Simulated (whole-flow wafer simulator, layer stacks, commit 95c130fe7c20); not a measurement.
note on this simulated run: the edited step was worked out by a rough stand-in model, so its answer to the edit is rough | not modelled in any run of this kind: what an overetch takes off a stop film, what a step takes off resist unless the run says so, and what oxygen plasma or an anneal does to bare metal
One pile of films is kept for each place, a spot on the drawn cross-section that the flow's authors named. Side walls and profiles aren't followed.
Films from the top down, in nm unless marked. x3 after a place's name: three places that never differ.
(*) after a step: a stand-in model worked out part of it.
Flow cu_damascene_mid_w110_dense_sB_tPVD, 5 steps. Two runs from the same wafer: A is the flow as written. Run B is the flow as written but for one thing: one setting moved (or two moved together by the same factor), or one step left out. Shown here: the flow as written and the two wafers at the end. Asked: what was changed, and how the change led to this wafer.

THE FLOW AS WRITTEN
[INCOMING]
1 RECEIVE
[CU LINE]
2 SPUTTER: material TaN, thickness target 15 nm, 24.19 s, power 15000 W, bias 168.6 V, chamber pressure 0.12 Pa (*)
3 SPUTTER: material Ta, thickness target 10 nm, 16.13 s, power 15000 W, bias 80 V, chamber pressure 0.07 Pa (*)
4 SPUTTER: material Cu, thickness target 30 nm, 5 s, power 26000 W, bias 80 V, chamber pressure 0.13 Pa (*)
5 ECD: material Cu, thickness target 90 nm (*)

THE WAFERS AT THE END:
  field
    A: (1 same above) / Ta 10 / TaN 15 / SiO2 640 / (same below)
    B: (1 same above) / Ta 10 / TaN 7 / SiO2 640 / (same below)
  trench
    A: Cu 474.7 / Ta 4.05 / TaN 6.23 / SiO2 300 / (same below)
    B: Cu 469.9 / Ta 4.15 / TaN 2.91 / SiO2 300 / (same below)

The cause: step 2, SPUTTER: thickness target 7 nm was run, where the flow has thickness target 15 nm; step 2, SPUTTER: 11.35 s was run, where the flow has 24.19 s.
It can be read off the wafer: field has TaN 7, and step 2 as written asks for 15 nm.

How the change led to this, step by step:
  2 SPUTTER: material TaN, thickness target 15 nm, 24.19 s, power 15000 W, bias 168.6 V, chamber pressure 0.12 Pa (*)
      field: A TaN +15 (new film) | B TaN +7 (new film)
      trench: A TaN +6.23 (new film) | B TaN +2.91 (new film)
